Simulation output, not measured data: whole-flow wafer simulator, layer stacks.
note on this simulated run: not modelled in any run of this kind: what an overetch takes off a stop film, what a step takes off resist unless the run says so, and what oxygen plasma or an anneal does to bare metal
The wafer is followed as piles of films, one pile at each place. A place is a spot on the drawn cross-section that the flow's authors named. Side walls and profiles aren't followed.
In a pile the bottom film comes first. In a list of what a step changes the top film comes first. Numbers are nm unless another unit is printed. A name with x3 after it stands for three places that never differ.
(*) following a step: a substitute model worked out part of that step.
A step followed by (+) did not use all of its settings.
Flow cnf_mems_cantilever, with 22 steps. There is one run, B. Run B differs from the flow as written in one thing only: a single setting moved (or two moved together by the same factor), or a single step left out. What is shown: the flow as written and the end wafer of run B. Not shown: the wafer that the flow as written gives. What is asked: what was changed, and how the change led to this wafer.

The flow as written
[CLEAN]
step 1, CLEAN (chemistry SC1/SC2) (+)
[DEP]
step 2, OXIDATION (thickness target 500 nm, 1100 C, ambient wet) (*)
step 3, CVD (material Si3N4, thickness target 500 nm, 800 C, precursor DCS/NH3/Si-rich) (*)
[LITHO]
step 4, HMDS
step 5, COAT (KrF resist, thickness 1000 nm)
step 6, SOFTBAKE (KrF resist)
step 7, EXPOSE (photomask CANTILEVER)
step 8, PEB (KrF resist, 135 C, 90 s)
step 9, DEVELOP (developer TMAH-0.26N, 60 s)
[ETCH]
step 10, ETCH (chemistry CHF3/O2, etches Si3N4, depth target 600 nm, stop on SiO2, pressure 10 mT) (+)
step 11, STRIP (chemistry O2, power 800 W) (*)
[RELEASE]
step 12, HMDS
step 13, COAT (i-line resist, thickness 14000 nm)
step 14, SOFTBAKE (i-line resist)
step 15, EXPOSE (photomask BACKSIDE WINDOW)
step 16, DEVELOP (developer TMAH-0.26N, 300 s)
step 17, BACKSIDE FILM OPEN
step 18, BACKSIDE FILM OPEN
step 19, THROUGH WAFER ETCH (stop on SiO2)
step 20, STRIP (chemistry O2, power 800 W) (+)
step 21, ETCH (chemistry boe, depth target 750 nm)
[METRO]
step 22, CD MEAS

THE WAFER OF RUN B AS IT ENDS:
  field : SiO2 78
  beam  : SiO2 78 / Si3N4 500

What caused this: step 21, ETCH: depth target 422 nm was run, though the flow has depth target 750 nm.

The path from the change to this, step by step:
  step 21, ETCH (chemistry boe, depth target 750 nm)
      field: -422 SiO2 (in the flow as written it would be: -500 SiO2 (all of it))
      beam: under 1 film: -422 SiO2 (in the flow as written it would be: under 1 film: -500 SiO2 (all of it))
